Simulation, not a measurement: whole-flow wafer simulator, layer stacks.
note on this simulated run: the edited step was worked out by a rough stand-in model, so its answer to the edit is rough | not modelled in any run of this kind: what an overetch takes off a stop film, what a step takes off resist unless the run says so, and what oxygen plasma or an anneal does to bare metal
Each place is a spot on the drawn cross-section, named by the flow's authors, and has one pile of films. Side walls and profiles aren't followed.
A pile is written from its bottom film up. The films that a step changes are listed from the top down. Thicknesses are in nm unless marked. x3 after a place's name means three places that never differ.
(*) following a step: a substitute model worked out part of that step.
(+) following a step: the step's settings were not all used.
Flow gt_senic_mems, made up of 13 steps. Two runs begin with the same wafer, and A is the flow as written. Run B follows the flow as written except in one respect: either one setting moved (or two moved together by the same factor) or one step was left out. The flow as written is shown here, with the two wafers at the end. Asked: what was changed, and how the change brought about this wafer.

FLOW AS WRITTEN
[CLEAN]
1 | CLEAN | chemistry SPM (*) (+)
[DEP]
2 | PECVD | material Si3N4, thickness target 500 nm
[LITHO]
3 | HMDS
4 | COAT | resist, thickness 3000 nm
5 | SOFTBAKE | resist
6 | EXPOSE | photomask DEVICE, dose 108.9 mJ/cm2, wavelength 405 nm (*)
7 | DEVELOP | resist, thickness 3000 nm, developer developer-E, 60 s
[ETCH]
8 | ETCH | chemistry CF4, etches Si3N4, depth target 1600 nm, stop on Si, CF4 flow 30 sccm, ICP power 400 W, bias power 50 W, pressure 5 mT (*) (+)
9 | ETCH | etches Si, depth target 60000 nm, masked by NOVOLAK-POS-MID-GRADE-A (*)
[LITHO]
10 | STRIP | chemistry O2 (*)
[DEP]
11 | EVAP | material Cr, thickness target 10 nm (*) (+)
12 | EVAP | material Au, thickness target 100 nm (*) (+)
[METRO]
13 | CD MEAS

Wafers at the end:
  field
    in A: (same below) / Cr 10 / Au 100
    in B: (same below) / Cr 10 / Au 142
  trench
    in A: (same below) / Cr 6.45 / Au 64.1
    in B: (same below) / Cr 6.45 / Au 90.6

The reason: step 12, EVAP: thickness target 142 nm was run, whereas the flow has thickness target 100 nm.
One can read it off the wafer: field has Au 142, and step 12 as written asks for 100 nm.

Step by step, how the change led to this:
  12 | EVAP | material Au, thickness target 100 nm (*) (+)
      field: A Au gains 100 (new film) | B Au gains 142 (new film)
      trench: A Au gains 64.1 (new film) | B Au gains 90.6 (new film)
